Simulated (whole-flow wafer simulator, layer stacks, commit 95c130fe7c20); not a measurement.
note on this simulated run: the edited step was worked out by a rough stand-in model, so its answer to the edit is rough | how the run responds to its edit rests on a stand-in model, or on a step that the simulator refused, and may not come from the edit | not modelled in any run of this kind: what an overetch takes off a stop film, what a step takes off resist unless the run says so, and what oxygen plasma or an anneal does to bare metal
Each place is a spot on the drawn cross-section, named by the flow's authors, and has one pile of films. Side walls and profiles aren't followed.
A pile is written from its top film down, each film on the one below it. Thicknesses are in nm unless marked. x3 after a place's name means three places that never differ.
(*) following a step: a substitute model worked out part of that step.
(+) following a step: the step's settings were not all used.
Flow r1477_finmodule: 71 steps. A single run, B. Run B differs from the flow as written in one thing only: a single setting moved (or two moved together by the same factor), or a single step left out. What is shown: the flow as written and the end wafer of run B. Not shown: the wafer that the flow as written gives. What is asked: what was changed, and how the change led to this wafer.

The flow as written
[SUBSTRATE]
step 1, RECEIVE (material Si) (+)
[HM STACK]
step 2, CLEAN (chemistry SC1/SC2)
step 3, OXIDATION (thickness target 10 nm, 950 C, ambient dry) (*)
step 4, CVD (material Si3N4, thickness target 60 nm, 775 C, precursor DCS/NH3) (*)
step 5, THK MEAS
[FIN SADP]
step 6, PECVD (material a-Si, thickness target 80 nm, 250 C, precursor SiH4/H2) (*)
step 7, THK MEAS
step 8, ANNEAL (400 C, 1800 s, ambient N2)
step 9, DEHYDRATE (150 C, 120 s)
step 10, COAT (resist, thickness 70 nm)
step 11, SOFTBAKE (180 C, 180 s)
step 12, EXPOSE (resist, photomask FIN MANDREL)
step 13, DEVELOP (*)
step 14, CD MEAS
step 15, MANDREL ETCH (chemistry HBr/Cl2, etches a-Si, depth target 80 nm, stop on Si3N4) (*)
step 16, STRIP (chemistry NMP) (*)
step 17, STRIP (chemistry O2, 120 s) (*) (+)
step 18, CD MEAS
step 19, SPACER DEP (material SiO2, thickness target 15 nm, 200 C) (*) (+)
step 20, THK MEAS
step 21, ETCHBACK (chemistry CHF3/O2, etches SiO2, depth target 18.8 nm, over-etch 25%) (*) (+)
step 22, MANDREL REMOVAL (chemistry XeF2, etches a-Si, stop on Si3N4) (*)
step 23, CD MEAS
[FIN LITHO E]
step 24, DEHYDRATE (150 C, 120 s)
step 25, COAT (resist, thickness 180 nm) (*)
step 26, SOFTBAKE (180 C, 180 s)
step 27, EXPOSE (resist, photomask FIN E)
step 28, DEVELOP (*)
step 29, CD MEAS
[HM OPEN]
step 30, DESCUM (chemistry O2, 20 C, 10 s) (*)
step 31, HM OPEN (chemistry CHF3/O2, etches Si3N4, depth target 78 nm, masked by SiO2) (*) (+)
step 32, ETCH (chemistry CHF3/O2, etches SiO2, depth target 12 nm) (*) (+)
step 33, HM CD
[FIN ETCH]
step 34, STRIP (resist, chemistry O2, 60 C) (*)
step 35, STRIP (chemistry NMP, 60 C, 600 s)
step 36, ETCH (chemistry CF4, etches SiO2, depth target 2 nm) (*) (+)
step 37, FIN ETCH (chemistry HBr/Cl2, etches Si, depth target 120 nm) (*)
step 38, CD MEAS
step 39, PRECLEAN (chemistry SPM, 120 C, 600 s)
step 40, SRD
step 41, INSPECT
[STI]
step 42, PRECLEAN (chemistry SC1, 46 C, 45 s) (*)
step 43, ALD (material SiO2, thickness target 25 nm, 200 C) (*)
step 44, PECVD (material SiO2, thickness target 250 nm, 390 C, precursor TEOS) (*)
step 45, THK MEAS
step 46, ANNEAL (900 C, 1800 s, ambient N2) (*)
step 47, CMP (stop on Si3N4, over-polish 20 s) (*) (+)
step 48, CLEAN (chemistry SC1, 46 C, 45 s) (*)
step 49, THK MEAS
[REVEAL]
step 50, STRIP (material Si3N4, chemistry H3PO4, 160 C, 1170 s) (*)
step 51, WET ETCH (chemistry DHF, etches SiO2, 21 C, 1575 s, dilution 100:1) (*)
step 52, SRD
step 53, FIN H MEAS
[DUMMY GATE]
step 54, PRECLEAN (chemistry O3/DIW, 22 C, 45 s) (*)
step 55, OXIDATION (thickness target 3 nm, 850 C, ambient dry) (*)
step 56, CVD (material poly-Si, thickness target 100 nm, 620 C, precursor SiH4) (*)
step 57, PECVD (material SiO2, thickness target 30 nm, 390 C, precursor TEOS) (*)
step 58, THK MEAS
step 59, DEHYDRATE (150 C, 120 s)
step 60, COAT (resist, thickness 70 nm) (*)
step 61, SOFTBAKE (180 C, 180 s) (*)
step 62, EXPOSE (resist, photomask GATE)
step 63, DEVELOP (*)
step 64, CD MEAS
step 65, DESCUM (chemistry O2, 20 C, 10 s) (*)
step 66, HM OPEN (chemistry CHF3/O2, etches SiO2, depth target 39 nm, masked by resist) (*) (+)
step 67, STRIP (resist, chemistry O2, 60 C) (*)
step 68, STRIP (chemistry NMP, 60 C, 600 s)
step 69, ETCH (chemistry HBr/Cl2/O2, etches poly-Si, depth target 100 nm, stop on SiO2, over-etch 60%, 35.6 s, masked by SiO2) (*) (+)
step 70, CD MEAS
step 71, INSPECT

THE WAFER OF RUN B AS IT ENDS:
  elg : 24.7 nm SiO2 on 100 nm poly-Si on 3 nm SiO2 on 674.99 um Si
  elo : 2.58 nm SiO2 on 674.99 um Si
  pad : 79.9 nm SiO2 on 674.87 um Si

What caused this: step 6, PECVD: thickness target 43.2 nm was run, though the flow has thickness target 80 nm.

Step by step, how the change led to this:
  step 6, PECVD (material a-Si, thickness target 80 nm, 250 C, precursor SiH4/H2) (*)
      pad, padg, elg and 33 more: +43.2 a-Si (new film) (it would be, as written: +80 a-Si (new film))
  step 15, MANDREL ETCH (chemistry HBr/Cl2, etches a-Si, depth target 80 nm, stop on Si3N4) (*)
      pad, padg, elg and 27 more: -43.2 a-Si (all of it) (it would be, as written: -80 a-Si (all of it))
      s40cg, s45cg, s50cg, s40co, s45co, s50co: -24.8 resist (it would be, as written: -30.7 resist)
  step 16, STRIP (chemistry NMP) (*)
      s40cg, s45cg, s50cg, s40co, s45co, s50co: -45.2 resist (all of it) (it would be, as written: -39.3 resist (all of it))
  step 21, ETCHBACK (chemistry CHF3/O2, etches SiO2, depth target 18.8 nm, over-etch 25%) (*) (+)
      s40sg_line, s45sg_line, s50sg_line, s40so_line, s45so_line, s50so_line: +24.6 SiO2 (it would be, as written: +61.4 SiO2)
  step 22, MANDREL REMOVAL (chemistry XeF2, etches a-Si, stop on Si3N4) (*)
      s40cg, s45cg, s50cg, s40co, s45co, s50co: -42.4 a-Si (all of it) (it would be, as written: -79.2 a-Si (all of it))
  step 25, COAT (resist, thickness 180 nm) (*)
      s40cg, s40co: +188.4 resist (new film) (it would be, as written: +197.6 resist (new film))
      s40sg, s40so: +192 resist (new film) (it would be, as written: +201.2 resist (new film))
      (as well as at 14 more places)
  step 28, DEVELOP (*)
      s40cg, s40co: -188.4 resist (all of it) (it would be, as written: -197.6 resist (all of it))
      s40sg, s40so: -192 resist (all of it) (it would be, as written: -201.2 resist (all of it))
      (as well as at 14 more places)
  step 32, ETCH (chemistry CHF3/O2, etches SiO2, depth target 12 nm) (*) (+)
      s40cg, s45cg, s50cg, s40co, s45co, s50co: -1 SiO2 (all of it) (it would be, as written: -1 SiO2 (all of it), -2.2 Si)
      s40sg_line, s45sg_line, s50sg_line, s40so_line, s45so_line, s50so_line: -0.6 SiO2 (all of it), -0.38 Si3N4 (it would be, as written: -12 SiO2)
      (as well as at 24 more places)
  step 34, STRIP (resist, chemistry O2, 60 C) (*)
      elg, e40lg, e100lg, e200lg, elo, e40lo, e100lo, e200lo: -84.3 resist (all of it) (it would be, as written: -73.8 resist (all of it))
  step 36, ETCH (chemistry CF4, etches SiO2, depth target 2 nm) (*) (+)
      elg, e40lg, e100lg, e200lg, elo, e40lo, e100lo, e200lo: nothing (it would be, as written: -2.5 Si3N4)
      s40sg_line, s45sg_line, s50sg_line, s40so_line, s45so_line, s50so_line: nothing (it would be, as written: -2 SiO2)
  step 37, FIN ETCH (chemistry HBr/Cl2, etches Si, depth target 120 nm) (*)
      s40sg_line, s45sg_line, s50sg_line, s40so_line, s45so_line, s50so_line: -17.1 Si3N4 (it would be, as written: -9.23 SiO2)
  step 43, ALD (material SiO2, thickness target 25 nm, 200 C) (*)
      s40sg_line, s45sg_line, s50sg_line, s40so_line, s45so_line, s50so_line: +25 SiO2 (new film) (it would be, as written: +25 SiO2)
      s40cg, s45cg, s50cg, s40co, s45co, s50co: +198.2 SiO2 (new film) (it would be, as written: +232.1 SiO2 (new film))
  step 47, CMP (stop on Si3N4, over-polish 20 s) (*) (+)
      elg, e40lg, e100lg, e200lg, elo, e40lo, e100lo, e200lo: -263.8 SiO2 (all of it), -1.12 Si3N4 (it would be, as written: -241.6 SiO2)
      pad, padg, e40sg and 11 more: -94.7 SiO2 (it would be, as written: -71.8 SiO2)
      (as well as at 14 more places)
  step 50, STRIP (material Si3N4, chemistry H3PO4, 160 C, 1170 s) (*)
      elg, e40lg, e100lg, e200lg, elo, e40lo, e100lo, e200lo: -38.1 Si3N4 (all of it), -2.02 SiO2 (it would be, as written: -4.28 SiO2)
      s40sg_line, s45sg_line, s50sg_line, s40so_line, s45so_line, s50so_line: -38.1 Si3N4 (all of it), -2.02 SiO2 (it would be, as written: -58.9 Si3N4 (all of it), -1.37 SiO2)
  step 51, WET ETCH (chemistry DHF, etches SiO2, 21 C, 1575 s, dilution 100:1) (*)
      elg, e40lg, e100lg, e200lg, elo, e40lo, e100lo, e200lo: -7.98 SiO2 (all of it) (it would be, as written: -17.8 SiO2 (all of it), -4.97 Si3N4)
      s40sg_line, s45sg_line, s50sg_line, s40so_line, s45so_line, s50so_line: -7.98 SiO2 (all of it) (it would be, as written: -8.63 SiO2 (all of it))
  step 54, PRECLEAN (chemistry O3/DIW, 22 C, 45 s) (*)
      elg, e40lg, e100lg, e200lg, elo, e40lo, e100lo, e200lo: +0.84 chemical SiO2 (new film), -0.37 Si (it would be, as written: nothing)
  ... 5 further steps ...
  step 69, ETCH (chemistry HBr/Cl2/O2, etches poly-Si, depth target 100 nm, stop on SiO2, over-etch 60%, 35.6 s, masked by SiO2) (*) (+)
      s40co: -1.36 chemical SiO2 (all of it), -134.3 poly-Si (all of it), -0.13 SiO2 (it would be, as written: -1.46 chemical SiO2 (all of it), -111.5 poly-Si (all of it), -0.24 SiO2)
      s45co: -1.36 chemical SiO2 (all of it), -134.3 poly-Si (all of it), -0.13 SiO2 (it would be, as written: -1.46 chemical SiO2 (all of it), -110.9 poly-Si (all of it), -0.25 SiO2)
      (as well as at 1 more place)
